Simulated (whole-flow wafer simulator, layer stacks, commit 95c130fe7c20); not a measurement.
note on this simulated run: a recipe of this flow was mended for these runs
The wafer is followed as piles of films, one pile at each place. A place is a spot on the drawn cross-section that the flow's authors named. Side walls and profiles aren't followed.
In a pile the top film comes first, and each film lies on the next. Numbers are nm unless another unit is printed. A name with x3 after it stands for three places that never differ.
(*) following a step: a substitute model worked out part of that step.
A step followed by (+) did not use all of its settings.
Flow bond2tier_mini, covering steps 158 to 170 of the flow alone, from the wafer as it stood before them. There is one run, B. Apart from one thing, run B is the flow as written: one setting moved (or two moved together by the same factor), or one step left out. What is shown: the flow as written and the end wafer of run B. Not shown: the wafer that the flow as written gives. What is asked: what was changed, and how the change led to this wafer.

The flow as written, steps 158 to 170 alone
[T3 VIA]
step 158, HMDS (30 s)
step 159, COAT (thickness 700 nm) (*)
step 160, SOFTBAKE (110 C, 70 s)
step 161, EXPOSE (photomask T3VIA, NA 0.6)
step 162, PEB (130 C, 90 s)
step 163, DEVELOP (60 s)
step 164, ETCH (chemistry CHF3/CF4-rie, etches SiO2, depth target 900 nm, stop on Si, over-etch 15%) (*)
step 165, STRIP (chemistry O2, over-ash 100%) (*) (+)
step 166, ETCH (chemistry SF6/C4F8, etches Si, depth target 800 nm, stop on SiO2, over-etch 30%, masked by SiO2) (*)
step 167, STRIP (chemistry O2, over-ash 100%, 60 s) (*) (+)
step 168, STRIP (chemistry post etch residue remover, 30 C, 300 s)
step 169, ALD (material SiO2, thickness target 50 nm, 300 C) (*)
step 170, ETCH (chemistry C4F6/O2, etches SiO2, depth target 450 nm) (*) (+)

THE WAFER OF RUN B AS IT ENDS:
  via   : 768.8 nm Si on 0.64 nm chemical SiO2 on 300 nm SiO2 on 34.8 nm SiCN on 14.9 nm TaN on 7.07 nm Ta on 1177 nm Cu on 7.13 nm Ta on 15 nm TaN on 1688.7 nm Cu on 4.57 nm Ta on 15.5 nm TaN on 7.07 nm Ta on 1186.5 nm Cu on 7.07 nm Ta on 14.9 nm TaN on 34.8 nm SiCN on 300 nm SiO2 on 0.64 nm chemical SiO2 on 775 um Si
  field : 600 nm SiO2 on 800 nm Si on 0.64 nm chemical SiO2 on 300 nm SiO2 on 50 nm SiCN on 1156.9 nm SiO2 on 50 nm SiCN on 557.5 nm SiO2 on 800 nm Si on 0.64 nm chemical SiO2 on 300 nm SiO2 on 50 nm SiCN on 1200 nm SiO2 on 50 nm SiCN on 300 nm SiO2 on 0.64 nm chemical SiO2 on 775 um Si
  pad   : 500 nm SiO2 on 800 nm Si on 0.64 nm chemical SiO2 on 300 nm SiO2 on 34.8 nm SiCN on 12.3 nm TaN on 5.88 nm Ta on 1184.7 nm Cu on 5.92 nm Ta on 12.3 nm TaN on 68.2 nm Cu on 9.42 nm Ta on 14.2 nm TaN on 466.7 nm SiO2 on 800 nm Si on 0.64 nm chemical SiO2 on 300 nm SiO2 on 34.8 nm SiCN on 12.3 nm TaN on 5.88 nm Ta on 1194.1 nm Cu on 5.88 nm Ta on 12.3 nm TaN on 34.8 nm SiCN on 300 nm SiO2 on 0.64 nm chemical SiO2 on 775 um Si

What caused this: step 166, ETCH: chemistry SF6/C4F8, etches Si, depth target 800 nm, stop on SiO2, over-etch 30%, masked by SiO2 (*), was not run.

How this came from the change, step by step:
  step 169, ALD (material SiO2, thickness target 50 nm, 300 C) (*)
      via: +50 SiO2 (new film) (as written it would have been: +50 SiO2)
  step 170, ETCH (chemistry C4F6/O2, etches SiO2, depth target 450 nm) (*) (+)
      via: -50 SiO2 (all of it), -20 Si (as written it would have been: -348.1 SiO2 (all of it), -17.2 SiCN)
